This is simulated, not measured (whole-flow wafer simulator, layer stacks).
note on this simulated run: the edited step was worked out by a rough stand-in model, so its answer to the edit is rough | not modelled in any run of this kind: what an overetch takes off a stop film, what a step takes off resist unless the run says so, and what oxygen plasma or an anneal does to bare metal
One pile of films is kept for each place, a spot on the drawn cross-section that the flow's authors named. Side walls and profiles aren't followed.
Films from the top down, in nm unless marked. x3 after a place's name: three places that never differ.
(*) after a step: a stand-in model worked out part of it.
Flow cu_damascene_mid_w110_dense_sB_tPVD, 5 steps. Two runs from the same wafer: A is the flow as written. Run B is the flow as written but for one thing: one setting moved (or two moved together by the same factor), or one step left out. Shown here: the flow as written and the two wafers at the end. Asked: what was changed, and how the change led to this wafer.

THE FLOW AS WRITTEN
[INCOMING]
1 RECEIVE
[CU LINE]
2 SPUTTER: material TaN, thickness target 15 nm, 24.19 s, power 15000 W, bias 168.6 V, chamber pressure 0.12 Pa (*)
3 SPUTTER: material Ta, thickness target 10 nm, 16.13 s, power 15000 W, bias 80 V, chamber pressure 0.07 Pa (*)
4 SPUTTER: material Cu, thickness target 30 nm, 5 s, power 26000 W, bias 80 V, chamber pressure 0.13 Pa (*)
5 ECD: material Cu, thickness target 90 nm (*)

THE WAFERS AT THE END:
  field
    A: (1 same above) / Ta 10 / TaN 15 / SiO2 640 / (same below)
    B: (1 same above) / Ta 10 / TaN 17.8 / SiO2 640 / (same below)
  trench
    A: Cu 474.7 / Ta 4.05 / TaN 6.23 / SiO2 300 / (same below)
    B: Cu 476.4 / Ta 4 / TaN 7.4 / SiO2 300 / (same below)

The cause: step 2, SPUTTER: power 17810 W was run, where the flow has power 15000 W.

How the change led to this, step by step:
  2 SPUTTER: material TaN, thickness target 15 nm, 24.19 s, power 15000 W, bias 168.6 V, chamber pressure 0.12 Pa (*)
      field: A TaN +15 (new film) | B TaN +17.8 (new film)
      trench: A TaN +6.23 (new film) | B TaN +7.4 (new film)
